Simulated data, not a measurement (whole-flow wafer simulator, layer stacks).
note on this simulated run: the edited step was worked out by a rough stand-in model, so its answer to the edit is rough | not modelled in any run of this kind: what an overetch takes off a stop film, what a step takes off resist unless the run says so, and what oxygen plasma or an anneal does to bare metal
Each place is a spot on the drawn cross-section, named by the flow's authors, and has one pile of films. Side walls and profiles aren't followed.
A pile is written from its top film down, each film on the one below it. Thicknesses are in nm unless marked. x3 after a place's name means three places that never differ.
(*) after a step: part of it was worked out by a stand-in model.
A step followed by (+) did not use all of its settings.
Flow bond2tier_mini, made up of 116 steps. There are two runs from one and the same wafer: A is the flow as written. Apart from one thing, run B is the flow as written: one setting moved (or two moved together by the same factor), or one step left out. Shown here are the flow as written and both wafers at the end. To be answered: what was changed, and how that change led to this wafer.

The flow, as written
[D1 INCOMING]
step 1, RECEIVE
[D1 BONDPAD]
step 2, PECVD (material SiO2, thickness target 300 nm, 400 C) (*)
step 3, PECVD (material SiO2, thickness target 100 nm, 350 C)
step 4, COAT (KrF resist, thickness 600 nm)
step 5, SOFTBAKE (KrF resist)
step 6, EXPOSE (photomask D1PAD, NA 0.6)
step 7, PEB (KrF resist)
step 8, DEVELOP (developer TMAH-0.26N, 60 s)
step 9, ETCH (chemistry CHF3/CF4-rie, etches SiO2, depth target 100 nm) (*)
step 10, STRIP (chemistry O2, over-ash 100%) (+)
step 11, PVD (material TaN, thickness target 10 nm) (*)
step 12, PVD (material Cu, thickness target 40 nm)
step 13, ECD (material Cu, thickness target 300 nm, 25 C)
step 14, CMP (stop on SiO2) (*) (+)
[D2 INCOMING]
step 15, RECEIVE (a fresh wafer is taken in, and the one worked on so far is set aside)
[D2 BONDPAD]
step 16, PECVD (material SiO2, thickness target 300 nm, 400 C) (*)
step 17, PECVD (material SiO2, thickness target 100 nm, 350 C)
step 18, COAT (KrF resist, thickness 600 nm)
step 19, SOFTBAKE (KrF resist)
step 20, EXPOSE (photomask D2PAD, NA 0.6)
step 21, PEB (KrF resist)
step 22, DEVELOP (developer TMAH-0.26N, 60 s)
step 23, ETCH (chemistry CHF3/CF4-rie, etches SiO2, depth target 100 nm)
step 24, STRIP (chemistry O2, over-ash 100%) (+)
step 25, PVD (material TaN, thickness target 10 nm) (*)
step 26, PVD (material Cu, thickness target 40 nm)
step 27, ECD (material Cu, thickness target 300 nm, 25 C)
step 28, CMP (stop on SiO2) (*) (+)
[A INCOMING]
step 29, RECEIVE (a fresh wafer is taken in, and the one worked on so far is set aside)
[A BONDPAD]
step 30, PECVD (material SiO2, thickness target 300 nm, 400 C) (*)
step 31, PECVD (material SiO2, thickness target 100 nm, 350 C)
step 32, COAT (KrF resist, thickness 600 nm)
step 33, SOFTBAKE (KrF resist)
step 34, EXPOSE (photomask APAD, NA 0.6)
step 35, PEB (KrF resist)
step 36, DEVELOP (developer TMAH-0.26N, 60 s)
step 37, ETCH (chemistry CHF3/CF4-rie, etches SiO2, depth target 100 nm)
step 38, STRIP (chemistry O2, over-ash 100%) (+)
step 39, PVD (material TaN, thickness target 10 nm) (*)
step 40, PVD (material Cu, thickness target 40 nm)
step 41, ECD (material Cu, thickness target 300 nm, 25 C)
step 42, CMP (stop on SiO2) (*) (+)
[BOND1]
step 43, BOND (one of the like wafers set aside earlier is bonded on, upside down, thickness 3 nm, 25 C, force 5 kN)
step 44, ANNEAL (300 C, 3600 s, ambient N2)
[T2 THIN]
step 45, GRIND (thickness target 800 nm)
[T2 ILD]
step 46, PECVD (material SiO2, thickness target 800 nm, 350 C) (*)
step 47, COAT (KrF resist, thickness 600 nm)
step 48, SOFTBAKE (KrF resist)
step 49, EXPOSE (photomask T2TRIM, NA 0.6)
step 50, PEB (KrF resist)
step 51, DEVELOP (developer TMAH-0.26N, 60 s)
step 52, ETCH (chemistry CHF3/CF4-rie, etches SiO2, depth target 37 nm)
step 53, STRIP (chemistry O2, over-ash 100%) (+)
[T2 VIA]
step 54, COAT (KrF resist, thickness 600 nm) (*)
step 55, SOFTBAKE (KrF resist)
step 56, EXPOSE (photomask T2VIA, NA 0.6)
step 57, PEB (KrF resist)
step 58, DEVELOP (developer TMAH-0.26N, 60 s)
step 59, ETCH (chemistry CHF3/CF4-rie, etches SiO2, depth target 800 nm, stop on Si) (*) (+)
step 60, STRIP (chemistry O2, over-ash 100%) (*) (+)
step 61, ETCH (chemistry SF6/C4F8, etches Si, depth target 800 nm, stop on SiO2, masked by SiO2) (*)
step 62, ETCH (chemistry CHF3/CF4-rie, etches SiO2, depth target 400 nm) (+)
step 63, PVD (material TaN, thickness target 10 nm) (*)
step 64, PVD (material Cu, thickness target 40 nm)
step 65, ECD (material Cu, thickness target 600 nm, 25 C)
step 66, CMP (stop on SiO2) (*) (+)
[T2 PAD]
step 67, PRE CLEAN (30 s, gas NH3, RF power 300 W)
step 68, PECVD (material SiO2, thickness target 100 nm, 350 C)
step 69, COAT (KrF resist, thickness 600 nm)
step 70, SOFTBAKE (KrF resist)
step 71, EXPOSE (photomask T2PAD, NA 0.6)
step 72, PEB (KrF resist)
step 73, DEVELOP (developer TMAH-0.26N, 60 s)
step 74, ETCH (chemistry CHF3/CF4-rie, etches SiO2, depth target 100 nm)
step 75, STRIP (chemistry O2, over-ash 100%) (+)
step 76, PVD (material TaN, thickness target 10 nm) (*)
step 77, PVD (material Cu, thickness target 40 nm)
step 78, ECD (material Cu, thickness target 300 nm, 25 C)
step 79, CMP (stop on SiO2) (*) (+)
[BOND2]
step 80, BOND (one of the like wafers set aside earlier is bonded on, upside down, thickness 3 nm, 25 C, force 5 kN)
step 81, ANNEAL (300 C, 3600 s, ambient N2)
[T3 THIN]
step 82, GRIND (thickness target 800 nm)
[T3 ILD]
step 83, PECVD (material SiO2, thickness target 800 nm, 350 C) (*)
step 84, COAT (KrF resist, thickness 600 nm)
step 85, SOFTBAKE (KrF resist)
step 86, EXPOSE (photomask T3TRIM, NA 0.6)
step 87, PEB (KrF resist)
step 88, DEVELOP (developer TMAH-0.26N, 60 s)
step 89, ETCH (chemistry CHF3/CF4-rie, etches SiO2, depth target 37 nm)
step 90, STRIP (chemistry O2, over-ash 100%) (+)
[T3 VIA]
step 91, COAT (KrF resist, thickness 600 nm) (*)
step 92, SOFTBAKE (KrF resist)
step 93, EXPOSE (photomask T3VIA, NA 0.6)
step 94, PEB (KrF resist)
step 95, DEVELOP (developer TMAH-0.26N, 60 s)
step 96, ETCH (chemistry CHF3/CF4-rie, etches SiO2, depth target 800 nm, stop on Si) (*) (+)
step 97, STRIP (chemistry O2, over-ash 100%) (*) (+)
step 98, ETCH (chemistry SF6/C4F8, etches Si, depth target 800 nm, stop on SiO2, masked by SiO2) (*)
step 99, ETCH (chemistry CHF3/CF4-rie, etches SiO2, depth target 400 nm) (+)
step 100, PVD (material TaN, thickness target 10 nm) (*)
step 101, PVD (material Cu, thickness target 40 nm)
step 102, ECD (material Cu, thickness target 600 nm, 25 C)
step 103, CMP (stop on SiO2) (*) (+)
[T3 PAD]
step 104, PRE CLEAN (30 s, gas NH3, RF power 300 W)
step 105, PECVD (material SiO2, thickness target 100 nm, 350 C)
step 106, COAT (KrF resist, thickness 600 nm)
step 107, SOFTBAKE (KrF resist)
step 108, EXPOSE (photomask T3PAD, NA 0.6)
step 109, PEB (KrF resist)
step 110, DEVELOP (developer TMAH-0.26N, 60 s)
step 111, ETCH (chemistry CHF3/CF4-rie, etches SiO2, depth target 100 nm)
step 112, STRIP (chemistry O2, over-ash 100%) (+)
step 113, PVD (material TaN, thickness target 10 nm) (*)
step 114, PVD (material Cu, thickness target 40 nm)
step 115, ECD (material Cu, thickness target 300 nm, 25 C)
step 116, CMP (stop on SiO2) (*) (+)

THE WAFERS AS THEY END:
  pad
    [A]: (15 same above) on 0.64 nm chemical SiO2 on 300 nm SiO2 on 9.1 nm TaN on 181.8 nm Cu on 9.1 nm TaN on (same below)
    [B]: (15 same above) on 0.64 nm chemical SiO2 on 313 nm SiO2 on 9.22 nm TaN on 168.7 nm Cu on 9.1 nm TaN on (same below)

Cause: step 9, ETCH: depth target 87 nm was run, though the flow has depth target 100 nm.

How this came from the change, step by step:
  step 9, ETCH (chemistry CHF3/CF4-rie, etches SiO2, depth target 100 nm) (*)
      pad, via: A -100 SiO2 | B -87 SiO2
      field: A -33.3 KrF resist | B -29 KrF resist
  step 13, ECD (material Cu, thickness target 300 nm, 25 C)
      pad: A +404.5 Cu | B +390.9 Cu
      via: A +400.2 Cu | B +387.1 Cu
  step 43, BOND (one of the like wafers set aside earlier is bonded on, upside down, thickness 3 nm, 25 C, force 5 kN)
      pad: A +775 um Si (new film), +0.64 chemical SiO2 (new film), +300 SiO2 (new film), +9.1 TaN (new film), +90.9 Cu | B +775 um Si (new film), +0.64 chemical SiO2 (new film), +313 SiO2 (new film), +9.22 TaN (new film), +77.8 Cu
      via: A +775 um Si (new film), +0.64 chemical SiO2 (new film), +300 SiO2 (new film), +9.97 TaN (new film), +90 Cu | B +775 um Si (new film), +0.64 chemical SiO2 (new film), +313 SiO2 (new film), +9.98 TaN (new film), +77 Cu
